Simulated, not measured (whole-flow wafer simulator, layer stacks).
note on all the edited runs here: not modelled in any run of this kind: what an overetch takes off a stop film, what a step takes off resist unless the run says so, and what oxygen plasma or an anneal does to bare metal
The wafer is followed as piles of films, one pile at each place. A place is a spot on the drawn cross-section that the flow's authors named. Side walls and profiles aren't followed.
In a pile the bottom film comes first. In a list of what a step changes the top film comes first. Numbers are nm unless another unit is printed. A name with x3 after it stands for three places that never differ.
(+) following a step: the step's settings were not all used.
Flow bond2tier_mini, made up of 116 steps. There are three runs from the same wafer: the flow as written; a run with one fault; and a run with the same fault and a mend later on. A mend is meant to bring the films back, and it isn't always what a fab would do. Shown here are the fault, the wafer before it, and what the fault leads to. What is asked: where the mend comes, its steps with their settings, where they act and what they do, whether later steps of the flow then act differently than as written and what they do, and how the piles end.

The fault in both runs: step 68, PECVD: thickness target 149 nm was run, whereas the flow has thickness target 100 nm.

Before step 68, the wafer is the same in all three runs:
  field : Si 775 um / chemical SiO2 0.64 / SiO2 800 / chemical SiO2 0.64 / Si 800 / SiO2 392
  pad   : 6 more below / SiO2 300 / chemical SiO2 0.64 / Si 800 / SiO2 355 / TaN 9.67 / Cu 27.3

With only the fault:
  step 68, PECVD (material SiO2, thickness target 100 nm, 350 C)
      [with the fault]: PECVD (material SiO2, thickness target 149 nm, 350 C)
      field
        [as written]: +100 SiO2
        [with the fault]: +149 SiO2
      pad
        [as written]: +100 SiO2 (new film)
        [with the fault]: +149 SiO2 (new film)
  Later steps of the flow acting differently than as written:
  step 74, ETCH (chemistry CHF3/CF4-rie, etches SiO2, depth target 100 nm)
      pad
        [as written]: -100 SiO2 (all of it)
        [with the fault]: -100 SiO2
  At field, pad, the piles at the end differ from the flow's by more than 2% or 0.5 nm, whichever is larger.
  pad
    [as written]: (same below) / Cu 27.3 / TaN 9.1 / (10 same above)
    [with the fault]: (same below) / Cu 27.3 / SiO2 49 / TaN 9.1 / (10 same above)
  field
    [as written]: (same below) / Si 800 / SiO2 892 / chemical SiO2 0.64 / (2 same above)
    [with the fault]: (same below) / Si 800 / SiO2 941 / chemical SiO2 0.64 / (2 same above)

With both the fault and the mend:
  The mend follows step 73.
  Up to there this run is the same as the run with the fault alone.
  step 73a, STRIP (chemistry O2, over-ash 100%) (+)
      field
        -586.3 KrF resist (all of it)
  step 73b, ETCH (chemistry CHF3/CF4-rie, etches SiO2, depth target 49 nm) (the flow's step 62, run once more with other settings)
      field, pad
        -49 SiO2
  step 73c, COAT (KrF resist, thickness 600 nm) (the flow's step 69, run once more)
      field, pad
        +600 KrF resist (new film)
  step 73d, SOFTBAKE (KrF resist) (the flow's step 70, run once more)
      leaves every film unchanged at each place that is followed
  step 73e, EXPOSE (photomask T2PAD, NA 0.6) (the flow's step 71, run once more)
      leaves every film unchanged at each place that is followed
  step 73f, PEB (KrF resist) (the flow's step 72, run once more)
      leaves every film unchanged at each place that is followed
  step 73g, DEVELOP (developer TMAH-0.26N, 60 s) (the flow's step 73, run once more)
      field
        -13.7 KrF resist
      pad
        -600 KrF resist (all of it)
  Later steps of the flow that are run all act as written at every place that is followed.
  The piles end the same as the flow's at every place that both follow.
